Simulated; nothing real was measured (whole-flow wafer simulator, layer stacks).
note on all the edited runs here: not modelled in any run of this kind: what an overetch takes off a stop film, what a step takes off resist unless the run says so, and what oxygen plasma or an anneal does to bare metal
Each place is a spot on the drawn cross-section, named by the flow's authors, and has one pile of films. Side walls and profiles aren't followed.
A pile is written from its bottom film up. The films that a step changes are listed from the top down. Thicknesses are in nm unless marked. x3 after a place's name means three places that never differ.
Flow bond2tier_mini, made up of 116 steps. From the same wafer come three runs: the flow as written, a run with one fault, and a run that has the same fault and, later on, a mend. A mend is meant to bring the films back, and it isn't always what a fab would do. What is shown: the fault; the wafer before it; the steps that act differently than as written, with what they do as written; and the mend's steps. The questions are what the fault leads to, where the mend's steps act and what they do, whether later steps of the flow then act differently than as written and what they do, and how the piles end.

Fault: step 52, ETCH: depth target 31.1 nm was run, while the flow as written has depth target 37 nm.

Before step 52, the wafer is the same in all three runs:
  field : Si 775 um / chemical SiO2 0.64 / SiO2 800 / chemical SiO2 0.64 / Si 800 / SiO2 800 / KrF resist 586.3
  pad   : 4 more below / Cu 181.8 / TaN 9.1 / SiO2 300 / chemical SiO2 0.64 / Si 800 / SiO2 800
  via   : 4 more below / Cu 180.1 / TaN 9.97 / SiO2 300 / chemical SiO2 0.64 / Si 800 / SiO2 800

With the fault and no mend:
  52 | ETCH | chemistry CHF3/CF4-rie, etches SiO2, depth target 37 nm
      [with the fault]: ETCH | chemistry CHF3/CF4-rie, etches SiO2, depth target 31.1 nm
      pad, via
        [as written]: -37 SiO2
        [with the fault]: -31.1 SiO2
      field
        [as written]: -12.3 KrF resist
        [with the fault]: -10.4 KrF resist
  None of the later steps of the flow differs from how it acts as written, at any place that is followed, by more than 2% or 0.5 nm, whichever is larger.
  At pad, the piles at the end differ from the flow's by more than 2% or 0.5 nm, whichever is larger.
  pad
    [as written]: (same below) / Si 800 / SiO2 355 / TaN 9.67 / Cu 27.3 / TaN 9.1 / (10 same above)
    [with the fault]: (same below) / Si 800 / SiO2 360.9 / TaN 9.72 / Cu 21.4 / TaN 9.1 / (10 same above)

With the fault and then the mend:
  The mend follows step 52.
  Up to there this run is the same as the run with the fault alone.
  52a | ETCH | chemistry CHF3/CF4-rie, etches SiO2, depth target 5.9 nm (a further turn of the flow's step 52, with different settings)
      pad, via
        -5.9 SiO2
      field
        -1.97 KrF resist
  None of the later steps of the flow acts differently than as written at any place that is followed.
  The piles end the same as the flow's at every place that both follow.
